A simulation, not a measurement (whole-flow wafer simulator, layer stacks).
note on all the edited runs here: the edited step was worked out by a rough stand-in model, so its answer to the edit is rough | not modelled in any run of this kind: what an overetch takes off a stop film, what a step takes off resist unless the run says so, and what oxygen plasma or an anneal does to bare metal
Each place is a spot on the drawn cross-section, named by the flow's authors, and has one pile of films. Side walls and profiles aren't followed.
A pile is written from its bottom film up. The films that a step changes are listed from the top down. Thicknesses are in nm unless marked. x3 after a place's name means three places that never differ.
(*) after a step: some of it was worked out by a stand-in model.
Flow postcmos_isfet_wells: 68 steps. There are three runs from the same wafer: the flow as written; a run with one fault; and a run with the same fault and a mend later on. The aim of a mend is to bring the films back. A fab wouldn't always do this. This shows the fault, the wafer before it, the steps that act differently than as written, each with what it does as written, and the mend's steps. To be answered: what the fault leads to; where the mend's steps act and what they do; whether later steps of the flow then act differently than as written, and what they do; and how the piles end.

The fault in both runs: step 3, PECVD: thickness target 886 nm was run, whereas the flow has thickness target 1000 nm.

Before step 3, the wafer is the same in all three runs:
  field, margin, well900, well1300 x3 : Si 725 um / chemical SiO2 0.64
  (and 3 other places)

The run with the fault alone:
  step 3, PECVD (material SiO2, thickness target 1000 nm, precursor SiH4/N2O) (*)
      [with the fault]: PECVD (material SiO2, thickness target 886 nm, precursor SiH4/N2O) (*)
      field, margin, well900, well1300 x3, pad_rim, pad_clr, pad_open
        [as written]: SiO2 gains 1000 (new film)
        [with the fault]: SiO2 gains 886 (new film)
  None of the later steps of the flow acts differently than as written at any place that is followed.
  The piles end different from the flow's at field, margin, well900, well1300 x3, pad_rim, pad_clr, pad_open by more than 2% or 0.5 nm, whichever is larger.
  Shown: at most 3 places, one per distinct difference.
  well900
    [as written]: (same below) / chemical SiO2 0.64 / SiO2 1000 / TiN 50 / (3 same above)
    [with the fault]: (same below) / chemical SiO2 0.64 / SiO2 886 / TiN 50 / (3 same above)
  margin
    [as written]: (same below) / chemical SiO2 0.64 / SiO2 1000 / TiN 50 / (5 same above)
    [with the fault]: (same below) / chemical SiO2 0.64 / SiO2 886 / TiN 50 / (5 same above)
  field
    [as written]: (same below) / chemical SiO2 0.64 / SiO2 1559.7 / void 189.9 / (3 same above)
    [with the fault]: (same below) / chemical SiO2 0.64 / SiO2 1445.7 / void 189.9 / (3 same above)

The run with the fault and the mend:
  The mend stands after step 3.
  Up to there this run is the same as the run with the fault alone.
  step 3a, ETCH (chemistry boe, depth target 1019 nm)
      field, margin, well900, well1300 x3, pad_rim, pad_clr, pad_open
        SiO2 loses 886 (all of it), chemical SiO2 loses 0.64 (all of it)
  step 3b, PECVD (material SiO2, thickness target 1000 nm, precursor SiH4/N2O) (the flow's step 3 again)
      field, margin, well900, well1300 x3, pad_rim, pad_clr, pad_open
        SiO2 gains 1000 (new film)
  None of the later steps of the flow acts differently than as written at any place that is followed.
  The piles end different from the flow's at field, margin, well900, well1300 x3, pad_rim, pad_clr, pad_open by more than 2% or 0.5 nm, whichever is larger.
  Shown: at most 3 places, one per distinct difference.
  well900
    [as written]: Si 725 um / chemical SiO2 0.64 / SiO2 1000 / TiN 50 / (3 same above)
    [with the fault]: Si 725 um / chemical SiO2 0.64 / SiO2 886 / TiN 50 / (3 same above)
    [with the mend]: Si 725 um / SiO2 1000 / TiN 50 / (3 same above)
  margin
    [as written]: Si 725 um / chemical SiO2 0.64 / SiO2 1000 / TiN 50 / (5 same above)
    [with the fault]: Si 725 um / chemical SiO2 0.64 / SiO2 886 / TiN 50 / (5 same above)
    [with the mend]: Si 725 um / SiO2 1000 / TiN 50 / (5 same above)
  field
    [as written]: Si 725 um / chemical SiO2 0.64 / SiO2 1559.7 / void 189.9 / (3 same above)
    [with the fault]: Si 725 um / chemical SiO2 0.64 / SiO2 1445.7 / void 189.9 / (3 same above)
    [with the mend]: Si 725 um / SiO2 1559.7 / void 189.9 / (3 same above)
